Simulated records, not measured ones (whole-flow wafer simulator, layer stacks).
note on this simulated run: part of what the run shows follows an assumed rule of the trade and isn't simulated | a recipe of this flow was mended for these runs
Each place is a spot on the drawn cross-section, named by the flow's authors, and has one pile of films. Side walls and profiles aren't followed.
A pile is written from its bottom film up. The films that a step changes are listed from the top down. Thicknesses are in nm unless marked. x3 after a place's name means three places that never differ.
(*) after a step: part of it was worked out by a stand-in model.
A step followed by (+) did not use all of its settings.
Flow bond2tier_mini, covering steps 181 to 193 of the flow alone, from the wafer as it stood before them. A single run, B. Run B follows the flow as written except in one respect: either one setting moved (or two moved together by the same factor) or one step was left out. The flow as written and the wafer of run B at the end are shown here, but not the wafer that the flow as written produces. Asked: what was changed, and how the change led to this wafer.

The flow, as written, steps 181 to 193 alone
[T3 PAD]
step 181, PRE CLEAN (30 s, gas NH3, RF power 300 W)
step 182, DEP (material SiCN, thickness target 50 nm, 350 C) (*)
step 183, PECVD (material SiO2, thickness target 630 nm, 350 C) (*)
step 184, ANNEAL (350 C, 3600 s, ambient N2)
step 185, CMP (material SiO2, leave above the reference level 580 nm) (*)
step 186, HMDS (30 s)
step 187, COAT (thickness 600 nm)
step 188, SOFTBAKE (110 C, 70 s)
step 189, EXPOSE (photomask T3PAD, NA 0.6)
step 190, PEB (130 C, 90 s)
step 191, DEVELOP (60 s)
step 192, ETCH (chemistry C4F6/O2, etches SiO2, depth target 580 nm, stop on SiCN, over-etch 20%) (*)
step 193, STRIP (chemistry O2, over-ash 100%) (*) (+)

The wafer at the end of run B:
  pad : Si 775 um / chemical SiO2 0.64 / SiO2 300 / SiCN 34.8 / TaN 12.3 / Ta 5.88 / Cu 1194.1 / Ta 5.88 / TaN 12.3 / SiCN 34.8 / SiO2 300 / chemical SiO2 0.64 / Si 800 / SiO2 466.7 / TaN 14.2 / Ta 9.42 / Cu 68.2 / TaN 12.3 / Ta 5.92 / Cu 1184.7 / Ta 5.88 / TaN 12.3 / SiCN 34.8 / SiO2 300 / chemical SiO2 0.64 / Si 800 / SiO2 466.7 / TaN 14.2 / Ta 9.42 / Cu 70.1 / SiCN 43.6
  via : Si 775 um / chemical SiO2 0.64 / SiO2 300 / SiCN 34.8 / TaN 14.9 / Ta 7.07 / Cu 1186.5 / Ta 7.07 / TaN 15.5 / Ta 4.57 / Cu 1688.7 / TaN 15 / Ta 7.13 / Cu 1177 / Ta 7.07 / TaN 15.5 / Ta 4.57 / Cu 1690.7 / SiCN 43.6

The reason: step 192, ETCH: depth target 514.9 nm was run, whereas the flow has depth target 580 nm.

How this came from the change, step by step:
  step 192, ETCH (chemistry C4F6/O2, etches SiO2, depth target 580 nm, stop on SiCN, over-etch 20%) (*)
      pad, via: -580 SiO2 (all of it), -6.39 SiCN (in the flow as written it would be: -580 SiO2 (all of it), -19.6 SiCN)
      field: -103 thick-KrF-resist (in the flow as written it would be: -116 thick-KrF-resist)
  step 193, STRIP (chemistry O2, over-ash 100%) (*) (+)
      field: -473 thick-KrF-resist (all of it) (in the flow as written it would be: -459.9 thick-KrF-resist (all of it))
